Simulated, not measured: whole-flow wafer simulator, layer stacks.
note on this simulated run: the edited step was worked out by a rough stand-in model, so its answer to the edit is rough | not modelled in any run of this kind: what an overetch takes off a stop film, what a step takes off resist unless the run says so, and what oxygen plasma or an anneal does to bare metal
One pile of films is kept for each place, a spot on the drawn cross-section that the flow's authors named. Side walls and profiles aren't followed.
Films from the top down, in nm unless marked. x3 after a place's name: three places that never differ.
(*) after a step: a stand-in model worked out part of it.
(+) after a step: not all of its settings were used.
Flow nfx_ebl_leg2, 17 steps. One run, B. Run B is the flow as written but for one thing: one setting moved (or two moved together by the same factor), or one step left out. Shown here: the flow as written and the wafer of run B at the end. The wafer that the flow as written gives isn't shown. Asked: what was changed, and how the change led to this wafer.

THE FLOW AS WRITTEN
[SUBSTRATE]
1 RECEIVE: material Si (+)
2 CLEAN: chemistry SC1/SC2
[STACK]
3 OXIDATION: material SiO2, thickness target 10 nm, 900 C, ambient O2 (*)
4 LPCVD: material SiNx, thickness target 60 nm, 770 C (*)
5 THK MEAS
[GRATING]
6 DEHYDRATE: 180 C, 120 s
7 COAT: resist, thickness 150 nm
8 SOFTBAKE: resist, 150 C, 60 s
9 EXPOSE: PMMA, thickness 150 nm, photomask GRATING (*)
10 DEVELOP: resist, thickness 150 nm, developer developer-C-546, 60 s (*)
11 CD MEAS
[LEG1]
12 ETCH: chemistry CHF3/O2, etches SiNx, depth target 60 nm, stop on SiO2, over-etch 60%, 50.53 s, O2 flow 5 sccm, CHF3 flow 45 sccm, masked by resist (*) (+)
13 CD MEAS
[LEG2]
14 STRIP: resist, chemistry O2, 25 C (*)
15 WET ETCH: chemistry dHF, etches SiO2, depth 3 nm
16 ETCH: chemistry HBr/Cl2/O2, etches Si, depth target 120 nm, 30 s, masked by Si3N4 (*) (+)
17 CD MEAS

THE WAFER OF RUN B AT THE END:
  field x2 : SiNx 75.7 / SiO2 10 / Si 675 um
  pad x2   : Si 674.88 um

The cause: step 4, LPCVD: thickness target 82.5 nm was run, where the flow has thickness target 60 nm.

How the change led to this, step by step:
  4 LPCVD: material SiNx, thickness target 60 nm, 770 C (*)
      field x2, pad x2: SiNx +82.5 (new film) (as written it would be: SiNx +60 (new film))
  12 ETCH: chemistry CHF3/O2, etches SiNx, depth target 60 nm, stop on SiO2, over-etch 60%, 50.53 s, O2 flow 5 sccm, CHF3 flow 45 sccm, masked by resist (*) (+)
      pad x2: SiNx -82.5 (all of it), SiO2 -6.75 (as written it would be: SiNx -60 (all of it), SiO2 -10 (all of it))
  14 STRIP: resist, chemistry O2, 25 C (*)
      pad x2: nothing (as written it would be: chemical SiO2 +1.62 (new film), Si -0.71)
  15 WET ETCH: chemistry dHF, etches SiO2, depth 3 nm
      pad x2: SiO2 -3.25 (all of it) (as written it would be: chemical SiO2 -1.62 (all of it))
